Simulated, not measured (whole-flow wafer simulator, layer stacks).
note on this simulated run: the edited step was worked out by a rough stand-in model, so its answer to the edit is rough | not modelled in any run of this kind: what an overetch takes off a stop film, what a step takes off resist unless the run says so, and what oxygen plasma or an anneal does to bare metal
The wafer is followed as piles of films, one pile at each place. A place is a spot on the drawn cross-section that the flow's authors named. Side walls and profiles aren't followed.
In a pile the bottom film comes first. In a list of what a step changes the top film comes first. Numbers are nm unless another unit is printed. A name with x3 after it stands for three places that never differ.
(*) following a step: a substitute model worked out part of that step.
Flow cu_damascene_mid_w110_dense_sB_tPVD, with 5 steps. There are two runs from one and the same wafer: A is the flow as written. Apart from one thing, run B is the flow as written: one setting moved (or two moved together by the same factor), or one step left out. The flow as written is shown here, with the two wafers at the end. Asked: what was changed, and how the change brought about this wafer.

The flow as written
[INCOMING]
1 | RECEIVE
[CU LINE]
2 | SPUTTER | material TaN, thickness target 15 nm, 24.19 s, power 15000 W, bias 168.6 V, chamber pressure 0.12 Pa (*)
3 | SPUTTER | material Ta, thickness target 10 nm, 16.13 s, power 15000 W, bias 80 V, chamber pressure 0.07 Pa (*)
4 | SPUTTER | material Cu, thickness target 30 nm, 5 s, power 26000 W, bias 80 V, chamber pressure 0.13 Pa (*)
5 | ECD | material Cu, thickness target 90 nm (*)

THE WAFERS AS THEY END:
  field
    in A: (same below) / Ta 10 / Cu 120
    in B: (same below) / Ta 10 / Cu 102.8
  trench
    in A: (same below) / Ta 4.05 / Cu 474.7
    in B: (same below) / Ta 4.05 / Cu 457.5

Cause: step 4, SPUTTER: thickness target 12.8 nm was run, while the flow as written has thickness target 30 nm; step 4, SPUTTER: 2.12 s was run, where the flow has 5 s.

Step by step, how the change led to this:
  4 | SPUTTER | material Cu, thickness target 30 nm, 5 s, power 26000 W, bias 80 V, chamber pressure 0.13 Pa (*)
      field: A Cu gains 30 (new film) | B Cu gains 12.8 (new film)
      trench: A Cu gains 12.5 (new film) | B Cu gains 5.33 (new film)
  5 | ECD | material Cu, thickness target 90 nm (*)
      trench: A Cu gains 462.2 | B Cu gains 452.2
